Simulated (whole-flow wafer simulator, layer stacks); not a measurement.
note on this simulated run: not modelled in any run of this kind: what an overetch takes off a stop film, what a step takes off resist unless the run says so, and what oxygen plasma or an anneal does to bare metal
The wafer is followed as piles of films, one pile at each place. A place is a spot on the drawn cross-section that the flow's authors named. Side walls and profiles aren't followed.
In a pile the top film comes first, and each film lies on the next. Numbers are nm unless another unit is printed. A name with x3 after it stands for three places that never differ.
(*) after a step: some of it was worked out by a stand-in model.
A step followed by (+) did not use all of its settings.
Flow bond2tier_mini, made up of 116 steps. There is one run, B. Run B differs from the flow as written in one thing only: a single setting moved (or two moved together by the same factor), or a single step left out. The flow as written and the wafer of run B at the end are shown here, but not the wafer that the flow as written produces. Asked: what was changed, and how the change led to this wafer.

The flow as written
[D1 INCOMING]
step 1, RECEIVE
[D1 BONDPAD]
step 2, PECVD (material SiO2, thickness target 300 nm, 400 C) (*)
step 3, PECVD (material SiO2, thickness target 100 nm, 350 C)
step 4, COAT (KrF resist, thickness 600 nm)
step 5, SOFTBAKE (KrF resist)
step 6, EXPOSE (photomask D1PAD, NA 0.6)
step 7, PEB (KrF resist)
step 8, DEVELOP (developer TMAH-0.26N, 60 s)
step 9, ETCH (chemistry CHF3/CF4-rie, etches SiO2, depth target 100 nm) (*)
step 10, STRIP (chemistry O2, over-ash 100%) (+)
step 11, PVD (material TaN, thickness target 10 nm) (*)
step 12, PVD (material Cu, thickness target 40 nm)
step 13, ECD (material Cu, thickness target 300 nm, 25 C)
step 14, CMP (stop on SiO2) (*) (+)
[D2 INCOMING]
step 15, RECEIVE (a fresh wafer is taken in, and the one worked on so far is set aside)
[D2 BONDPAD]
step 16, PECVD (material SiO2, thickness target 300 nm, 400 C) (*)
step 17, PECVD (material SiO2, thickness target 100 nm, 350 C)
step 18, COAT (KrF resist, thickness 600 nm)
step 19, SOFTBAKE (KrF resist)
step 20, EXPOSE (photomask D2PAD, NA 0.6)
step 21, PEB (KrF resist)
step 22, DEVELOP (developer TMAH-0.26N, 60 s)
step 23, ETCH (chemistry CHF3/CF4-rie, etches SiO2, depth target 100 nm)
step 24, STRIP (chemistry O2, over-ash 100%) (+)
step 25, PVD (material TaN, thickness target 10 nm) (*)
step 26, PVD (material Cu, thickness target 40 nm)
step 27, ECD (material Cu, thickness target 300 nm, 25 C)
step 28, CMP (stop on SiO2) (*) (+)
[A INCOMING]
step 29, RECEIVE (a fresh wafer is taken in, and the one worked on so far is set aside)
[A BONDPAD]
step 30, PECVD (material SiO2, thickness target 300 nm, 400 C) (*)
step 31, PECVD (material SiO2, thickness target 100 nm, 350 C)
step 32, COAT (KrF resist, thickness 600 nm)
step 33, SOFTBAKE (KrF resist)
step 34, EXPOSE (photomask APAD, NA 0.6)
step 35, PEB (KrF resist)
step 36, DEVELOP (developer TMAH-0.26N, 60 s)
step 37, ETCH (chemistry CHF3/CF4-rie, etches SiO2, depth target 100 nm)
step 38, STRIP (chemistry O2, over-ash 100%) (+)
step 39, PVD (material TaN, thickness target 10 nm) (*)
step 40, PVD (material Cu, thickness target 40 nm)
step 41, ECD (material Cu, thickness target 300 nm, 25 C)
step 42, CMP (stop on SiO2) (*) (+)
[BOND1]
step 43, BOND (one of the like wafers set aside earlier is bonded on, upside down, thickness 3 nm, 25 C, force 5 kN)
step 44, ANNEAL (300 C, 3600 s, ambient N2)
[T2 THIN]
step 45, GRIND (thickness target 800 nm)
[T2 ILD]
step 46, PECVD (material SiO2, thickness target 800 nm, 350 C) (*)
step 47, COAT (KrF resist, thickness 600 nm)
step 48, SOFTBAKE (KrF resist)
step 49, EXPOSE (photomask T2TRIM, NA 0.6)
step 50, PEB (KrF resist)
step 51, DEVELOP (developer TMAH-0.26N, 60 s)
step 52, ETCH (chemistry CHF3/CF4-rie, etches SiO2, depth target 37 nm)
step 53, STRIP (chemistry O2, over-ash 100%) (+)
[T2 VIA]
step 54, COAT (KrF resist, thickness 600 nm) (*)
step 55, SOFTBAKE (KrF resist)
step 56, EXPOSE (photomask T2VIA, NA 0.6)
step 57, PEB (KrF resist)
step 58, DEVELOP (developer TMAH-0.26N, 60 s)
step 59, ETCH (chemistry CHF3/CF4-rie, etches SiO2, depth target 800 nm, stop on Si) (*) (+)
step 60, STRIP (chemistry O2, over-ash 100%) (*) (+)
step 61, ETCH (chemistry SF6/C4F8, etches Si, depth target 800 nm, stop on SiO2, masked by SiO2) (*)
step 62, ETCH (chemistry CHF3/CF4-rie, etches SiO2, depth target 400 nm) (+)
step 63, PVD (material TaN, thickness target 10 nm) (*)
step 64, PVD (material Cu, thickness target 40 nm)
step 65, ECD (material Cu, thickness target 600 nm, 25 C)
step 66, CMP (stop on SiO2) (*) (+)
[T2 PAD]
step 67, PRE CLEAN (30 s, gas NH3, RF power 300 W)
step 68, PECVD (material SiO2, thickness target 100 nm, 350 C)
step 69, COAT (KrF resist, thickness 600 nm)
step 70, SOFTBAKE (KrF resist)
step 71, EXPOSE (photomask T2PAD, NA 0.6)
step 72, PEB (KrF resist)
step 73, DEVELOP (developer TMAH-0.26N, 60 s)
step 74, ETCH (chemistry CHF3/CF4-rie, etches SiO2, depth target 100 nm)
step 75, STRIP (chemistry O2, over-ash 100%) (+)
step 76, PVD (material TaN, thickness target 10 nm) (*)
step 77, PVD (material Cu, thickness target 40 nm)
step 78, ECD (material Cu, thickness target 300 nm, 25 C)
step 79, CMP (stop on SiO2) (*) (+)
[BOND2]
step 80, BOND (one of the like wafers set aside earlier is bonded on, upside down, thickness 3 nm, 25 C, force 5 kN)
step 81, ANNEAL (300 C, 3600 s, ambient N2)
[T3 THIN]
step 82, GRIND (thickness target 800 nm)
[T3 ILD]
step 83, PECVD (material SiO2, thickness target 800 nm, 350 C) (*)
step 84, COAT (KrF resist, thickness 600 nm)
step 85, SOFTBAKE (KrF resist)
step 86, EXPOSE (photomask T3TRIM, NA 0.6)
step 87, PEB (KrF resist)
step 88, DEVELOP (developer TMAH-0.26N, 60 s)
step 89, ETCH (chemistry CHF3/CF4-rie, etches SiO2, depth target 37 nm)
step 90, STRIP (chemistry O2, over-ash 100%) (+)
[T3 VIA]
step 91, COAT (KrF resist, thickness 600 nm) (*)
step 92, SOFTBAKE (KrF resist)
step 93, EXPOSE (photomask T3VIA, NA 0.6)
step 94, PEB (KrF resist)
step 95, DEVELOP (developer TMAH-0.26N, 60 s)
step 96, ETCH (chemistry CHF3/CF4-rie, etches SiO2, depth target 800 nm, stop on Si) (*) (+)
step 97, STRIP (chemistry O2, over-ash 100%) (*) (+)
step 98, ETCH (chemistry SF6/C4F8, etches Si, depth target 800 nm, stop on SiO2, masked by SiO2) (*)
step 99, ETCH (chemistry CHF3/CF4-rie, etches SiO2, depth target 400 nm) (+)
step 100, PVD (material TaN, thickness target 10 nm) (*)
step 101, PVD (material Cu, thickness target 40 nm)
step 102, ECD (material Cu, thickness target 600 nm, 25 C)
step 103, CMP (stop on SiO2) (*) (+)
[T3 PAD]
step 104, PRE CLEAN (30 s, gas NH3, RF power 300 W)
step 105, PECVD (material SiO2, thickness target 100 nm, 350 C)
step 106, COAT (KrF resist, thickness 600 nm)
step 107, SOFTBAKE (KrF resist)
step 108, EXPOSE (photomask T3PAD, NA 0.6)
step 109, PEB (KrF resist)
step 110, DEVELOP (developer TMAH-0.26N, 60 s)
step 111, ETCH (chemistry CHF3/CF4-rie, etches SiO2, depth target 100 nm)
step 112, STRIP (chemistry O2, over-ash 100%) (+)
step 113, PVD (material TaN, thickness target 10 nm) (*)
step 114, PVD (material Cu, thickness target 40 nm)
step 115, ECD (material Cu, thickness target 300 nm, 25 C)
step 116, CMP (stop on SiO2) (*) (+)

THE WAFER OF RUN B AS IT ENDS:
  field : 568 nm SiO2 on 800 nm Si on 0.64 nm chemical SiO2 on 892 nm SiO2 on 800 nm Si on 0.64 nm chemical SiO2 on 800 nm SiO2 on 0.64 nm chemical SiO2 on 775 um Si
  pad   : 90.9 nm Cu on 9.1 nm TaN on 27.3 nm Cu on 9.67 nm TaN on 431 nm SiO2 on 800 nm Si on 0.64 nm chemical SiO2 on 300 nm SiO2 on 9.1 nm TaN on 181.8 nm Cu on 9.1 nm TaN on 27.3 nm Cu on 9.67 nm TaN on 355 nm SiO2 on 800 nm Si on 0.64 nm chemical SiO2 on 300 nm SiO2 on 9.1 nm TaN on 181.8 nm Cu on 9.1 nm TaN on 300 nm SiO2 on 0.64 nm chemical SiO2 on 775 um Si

The reason: step 99, ETCH: depth target 324 nm was run, while the flow as written has depth target 400 nm.

The path from the change to this, step by step:
  step 99, ETCH (chemistry CHF3/CF4-rie, etches SiO2, depth target 400 nm) (+)
      field, pad: -324 SiO2 (it would be, as written: -400 SiO2)
